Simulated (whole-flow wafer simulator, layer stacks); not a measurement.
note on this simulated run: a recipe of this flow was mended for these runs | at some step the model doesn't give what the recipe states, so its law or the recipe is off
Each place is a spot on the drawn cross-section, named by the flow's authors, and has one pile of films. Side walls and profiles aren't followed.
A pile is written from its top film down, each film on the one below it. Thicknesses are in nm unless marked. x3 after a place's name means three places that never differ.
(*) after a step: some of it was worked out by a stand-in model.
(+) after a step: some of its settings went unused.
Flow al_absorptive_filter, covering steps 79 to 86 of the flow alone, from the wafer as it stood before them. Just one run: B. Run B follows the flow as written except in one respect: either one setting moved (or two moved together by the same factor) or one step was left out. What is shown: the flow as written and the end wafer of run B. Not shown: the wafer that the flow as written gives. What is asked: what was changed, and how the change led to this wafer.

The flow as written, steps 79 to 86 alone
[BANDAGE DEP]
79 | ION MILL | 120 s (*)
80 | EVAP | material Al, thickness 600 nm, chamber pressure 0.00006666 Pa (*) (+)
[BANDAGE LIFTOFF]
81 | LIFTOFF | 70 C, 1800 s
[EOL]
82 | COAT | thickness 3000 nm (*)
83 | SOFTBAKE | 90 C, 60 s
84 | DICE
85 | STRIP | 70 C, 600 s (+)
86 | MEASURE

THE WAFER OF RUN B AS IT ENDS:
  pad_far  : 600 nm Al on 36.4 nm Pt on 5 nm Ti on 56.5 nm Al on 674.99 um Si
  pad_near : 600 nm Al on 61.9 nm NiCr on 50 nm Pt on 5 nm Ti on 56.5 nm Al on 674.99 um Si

What caused this: step 79, ION MILL: 111 s was run, while the flow as written has 120 s.

How this came from the change, step by step:
  79 | ION MILL | 120 s (*)
      gnd, ledge, res and 9 more: i-line-resist loses 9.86 (in the flow as written it would be: i-line-resist loses 10.7)
      pad_far: Pt loses 13.6 (in the flow as written it would be: Pt loses 14.7)
      (also at 1 further place)
